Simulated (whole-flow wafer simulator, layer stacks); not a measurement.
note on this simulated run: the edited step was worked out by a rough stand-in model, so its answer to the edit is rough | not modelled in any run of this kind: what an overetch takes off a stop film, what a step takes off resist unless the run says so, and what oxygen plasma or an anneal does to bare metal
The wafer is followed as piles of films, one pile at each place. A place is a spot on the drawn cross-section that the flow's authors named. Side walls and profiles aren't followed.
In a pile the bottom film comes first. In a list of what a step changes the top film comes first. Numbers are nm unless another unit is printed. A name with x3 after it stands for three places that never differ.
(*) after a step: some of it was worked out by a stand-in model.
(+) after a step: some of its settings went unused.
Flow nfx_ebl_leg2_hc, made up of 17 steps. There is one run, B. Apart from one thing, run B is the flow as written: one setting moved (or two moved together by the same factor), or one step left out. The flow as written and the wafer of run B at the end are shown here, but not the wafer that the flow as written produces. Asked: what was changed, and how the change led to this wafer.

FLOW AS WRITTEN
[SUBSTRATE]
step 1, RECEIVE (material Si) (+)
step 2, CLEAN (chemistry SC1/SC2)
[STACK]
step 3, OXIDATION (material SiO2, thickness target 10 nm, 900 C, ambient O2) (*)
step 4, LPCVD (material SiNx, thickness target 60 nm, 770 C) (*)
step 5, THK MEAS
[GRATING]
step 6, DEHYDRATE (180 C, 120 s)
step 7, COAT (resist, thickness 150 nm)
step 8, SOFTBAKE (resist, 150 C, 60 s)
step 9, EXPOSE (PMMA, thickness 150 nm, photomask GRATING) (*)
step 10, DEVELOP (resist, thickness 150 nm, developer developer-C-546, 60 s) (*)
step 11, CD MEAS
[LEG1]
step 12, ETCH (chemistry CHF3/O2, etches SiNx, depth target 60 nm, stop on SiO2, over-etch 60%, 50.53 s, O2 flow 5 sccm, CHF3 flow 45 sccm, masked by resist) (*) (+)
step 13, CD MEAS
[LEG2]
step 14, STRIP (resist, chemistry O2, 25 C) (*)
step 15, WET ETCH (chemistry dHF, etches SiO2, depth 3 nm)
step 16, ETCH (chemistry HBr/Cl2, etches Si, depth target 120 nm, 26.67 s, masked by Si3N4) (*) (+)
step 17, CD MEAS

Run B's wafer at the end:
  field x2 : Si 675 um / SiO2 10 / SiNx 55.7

The reason: step 4, LPCVD: thickness target 67.1 nm was run, while the flow as written has thickness target 60 nm.

Step by step, how the change led to this:
  step 4, LPCVD (material SiNx, thickness target 60 nm, 770 C) (*)
      field x2, pad x2: +67.1 SiNx (new film) (as written it would have been: +60 SiNx (new film))
  step 12, ETCH (chemistry CHF3/O2, etches SiNx, depth target 60 nm, stop on SiO2, over-etch 60%, 50.53 s, O2 flow 5 sccm, CHF3 flow 45 sccm, masked by resist) (*) (+)
      pad x2: -67.1 SiNx (all of it), -10 SiO2 (all of it) (as written it would have been: -60 SiNx (all of it), -10 SiO2 (all of it))
